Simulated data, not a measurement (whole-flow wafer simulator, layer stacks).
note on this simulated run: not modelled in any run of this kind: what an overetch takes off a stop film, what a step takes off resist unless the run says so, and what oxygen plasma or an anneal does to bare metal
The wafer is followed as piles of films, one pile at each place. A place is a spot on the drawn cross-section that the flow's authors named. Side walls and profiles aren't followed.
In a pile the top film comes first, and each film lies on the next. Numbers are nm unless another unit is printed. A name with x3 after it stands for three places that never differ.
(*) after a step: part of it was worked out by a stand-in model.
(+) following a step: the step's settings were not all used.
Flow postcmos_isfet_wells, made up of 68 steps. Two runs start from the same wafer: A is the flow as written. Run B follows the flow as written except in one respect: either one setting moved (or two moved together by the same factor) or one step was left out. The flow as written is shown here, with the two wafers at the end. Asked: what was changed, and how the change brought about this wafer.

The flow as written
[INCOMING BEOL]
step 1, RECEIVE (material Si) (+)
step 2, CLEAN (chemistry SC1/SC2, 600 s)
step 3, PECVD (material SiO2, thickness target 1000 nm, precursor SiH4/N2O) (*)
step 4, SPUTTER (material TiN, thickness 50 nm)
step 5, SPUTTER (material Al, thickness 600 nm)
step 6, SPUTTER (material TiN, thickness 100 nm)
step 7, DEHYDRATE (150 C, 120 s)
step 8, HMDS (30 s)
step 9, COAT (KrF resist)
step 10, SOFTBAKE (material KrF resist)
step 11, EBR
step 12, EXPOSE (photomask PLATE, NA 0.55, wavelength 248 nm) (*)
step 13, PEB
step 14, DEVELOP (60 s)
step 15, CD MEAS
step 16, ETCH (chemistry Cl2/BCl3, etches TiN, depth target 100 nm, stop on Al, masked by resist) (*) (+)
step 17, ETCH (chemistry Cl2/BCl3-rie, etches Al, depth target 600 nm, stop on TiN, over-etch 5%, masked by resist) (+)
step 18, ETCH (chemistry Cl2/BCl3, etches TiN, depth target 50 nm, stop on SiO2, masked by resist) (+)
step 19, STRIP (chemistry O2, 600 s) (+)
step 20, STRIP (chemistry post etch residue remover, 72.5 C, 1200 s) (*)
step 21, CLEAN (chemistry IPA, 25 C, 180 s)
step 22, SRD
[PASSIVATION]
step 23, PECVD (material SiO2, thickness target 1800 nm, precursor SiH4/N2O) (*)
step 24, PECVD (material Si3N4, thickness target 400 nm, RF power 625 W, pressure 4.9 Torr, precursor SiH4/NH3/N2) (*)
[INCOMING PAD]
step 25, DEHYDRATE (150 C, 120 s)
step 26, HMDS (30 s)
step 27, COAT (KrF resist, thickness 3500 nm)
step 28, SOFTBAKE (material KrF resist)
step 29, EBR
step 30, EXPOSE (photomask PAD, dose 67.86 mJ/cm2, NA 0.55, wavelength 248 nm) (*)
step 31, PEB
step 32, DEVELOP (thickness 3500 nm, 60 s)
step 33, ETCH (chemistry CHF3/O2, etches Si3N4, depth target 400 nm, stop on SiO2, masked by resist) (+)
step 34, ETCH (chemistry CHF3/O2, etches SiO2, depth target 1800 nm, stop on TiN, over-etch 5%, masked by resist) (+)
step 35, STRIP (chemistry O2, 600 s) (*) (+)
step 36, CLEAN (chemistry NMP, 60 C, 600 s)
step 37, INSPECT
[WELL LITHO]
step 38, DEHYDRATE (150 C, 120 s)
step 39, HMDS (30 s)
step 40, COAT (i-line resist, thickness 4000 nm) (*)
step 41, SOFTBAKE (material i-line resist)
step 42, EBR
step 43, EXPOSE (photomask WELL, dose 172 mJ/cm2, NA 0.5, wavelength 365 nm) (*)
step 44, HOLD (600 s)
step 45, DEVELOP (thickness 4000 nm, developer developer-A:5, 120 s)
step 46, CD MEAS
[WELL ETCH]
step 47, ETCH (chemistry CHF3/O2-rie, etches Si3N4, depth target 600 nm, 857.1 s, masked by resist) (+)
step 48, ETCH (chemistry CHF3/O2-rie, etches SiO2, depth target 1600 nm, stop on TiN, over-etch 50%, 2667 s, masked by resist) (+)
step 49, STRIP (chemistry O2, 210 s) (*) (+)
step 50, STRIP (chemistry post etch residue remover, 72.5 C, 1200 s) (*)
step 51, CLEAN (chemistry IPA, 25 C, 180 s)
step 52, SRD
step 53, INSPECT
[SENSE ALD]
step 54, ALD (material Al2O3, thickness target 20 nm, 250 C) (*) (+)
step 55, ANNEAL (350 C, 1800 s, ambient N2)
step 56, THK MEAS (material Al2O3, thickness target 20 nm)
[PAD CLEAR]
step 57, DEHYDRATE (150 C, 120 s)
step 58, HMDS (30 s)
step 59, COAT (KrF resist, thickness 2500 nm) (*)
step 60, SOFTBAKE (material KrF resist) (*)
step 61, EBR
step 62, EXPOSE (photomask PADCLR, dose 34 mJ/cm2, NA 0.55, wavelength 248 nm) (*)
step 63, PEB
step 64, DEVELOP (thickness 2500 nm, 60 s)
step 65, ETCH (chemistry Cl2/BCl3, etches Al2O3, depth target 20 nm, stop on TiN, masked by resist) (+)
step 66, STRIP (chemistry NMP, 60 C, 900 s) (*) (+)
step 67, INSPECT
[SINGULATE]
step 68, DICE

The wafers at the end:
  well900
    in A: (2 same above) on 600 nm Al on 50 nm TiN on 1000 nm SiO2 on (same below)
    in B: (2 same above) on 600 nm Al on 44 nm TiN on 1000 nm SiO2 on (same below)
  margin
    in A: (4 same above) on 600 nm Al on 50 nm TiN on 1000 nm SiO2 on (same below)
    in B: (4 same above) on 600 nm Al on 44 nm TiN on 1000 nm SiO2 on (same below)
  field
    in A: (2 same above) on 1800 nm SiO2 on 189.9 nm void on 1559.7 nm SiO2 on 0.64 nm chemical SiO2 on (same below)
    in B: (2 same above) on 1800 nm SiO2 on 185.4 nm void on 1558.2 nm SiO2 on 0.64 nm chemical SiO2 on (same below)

What caused this: step 4, SPUTTER: thickness 44 nm was run, while the flow as written has thickness 50 nm; step 18, ETCH: depth target 44 nm was run, where the flow has depth target 50 nm.
One can read it off the wafer: well900 has TiN 44, and step 4 as written asks for 50 nm.

Step by step, how the change led to this:
  step 4, SPUTTER (material TiN, thickness 50 nm)
      field, margin, well900 and 6 more: A TiN gains 50 (new film) | B TiN gains 44 (new film)
  step 18, ETCH (chemistry Cl2/BCl3, etches TiN, depth target 50 nm, stop on SiO2, masked by resist) (+)
      margin, well900, well1300, well2000, well3000, pad_rim, pad_clr, pad_open: A KrF resist loses 20 | B KrF resist loses 17.6
      field: A TiN loses 50 (all of it) | B TiN loses 44 (all of it)
  step 23, PECVD (material SiO2, thickness target 1800 nm, precursor SiH4/N2O) (*)
      field: A SiO2 gains 1800 (new film), void gains 189.9 (new film), SiO2 gains 559.7 | B SiO2 gains 1800 (new film), void gains 185.4 (new film), SiO2 gains 558.2
